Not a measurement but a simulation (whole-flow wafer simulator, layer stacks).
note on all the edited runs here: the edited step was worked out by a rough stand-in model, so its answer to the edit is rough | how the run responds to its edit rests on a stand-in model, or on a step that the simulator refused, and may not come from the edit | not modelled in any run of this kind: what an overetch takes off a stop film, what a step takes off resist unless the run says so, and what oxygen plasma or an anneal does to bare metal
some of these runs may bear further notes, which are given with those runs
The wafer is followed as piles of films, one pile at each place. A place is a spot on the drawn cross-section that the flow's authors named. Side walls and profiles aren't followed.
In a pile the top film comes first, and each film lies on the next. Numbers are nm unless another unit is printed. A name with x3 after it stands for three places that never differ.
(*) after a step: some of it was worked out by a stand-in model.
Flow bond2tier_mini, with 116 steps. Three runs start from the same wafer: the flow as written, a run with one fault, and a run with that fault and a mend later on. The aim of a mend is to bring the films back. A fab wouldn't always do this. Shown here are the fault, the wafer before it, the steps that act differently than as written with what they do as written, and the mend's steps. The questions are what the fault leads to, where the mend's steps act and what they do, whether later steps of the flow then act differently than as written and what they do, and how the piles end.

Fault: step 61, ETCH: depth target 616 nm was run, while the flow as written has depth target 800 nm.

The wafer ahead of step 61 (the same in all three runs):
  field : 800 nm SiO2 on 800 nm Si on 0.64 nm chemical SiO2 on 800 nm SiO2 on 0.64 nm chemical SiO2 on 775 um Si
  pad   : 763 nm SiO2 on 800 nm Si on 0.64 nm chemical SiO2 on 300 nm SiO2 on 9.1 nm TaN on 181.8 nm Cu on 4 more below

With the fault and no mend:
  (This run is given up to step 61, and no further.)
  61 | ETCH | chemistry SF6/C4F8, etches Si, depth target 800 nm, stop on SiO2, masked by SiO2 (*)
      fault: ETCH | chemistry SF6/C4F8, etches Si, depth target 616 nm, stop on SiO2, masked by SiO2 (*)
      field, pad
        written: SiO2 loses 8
        fault: SiO2 loses 6.16
  The piles after step 61 are only slightly different from the flow's at the places that both follow, by no more than 2% or 0.5 nm, whichever is larger.

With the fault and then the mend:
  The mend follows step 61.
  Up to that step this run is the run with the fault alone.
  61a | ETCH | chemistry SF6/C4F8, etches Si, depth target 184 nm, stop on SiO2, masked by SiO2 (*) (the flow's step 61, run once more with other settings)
      field, pad
        SiO2 loses 1.84
  None of the later steps of the flow acts differently than as written at any place that is followed.
  The piles end the same as the flow's at every place that both follow.
